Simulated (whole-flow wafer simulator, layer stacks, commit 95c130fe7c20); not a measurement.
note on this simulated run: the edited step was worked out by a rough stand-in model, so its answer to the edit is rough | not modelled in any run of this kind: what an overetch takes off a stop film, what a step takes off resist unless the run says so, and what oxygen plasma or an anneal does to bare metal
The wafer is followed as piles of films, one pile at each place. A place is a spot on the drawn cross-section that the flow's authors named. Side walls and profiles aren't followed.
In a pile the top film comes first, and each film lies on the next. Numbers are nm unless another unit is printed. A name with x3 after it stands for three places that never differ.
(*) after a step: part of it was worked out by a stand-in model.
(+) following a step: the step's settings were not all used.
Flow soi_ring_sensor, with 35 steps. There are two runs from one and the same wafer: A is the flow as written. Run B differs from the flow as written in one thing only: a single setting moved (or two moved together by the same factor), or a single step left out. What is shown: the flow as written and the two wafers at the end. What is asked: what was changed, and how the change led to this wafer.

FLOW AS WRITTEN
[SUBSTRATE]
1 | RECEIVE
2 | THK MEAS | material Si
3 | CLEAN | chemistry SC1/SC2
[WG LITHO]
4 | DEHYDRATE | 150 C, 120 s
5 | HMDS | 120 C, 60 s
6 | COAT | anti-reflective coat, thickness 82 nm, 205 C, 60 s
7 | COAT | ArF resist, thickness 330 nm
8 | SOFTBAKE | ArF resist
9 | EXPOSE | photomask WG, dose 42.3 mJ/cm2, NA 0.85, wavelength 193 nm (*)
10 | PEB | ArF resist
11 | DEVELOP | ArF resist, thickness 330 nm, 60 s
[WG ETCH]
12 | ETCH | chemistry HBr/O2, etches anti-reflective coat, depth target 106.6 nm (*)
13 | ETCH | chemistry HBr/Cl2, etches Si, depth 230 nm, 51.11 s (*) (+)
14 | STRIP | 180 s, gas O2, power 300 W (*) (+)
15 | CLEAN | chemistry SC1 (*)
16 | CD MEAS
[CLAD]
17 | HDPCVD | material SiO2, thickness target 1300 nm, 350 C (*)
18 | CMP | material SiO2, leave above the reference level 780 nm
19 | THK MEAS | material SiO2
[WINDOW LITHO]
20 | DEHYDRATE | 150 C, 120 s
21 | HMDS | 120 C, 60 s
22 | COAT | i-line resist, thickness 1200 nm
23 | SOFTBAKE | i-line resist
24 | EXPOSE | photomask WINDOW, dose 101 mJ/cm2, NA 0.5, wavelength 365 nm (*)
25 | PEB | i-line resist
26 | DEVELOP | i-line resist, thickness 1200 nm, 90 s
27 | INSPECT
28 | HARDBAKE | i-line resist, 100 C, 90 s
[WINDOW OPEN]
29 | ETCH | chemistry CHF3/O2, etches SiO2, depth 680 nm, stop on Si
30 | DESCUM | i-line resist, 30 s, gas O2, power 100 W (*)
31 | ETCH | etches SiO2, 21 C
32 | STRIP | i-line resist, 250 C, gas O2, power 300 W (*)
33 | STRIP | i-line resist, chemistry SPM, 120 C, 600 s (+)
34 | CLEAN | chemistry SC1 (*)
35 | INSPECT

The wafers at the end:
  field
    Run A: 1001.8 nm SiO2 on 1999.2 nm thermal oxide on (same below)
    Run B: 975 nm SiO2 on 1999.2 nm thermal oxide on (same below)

What caused this: step 17, HDPCVD: thickness target 975 nm was run, whereas the flow has thickness target 1300 nm.

The path from the change to this, step by step:
  17 | HDPCVD | material SiO2, thickness target 1300 nm, 350 C (*)
      core, gap, window, field, core_clad, gap_clad: A +1300 SiO2 (new film) | B +975 SiO2 (new film)
  18 | CMP | material SiO2, leave above the reference level 780 nm
      gap, window, field, gap_clad: A -298.2 SiO2 | B nothing
      core, core_clad: A -520 SiO2 | B -195 SiO2
  32 | STRIP | i-line resist, 250 C, gas O2, power 300 W (*)
      core_clad: A -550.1 i-line resist (all of it) | B -527.7 i-line resist (all of it)
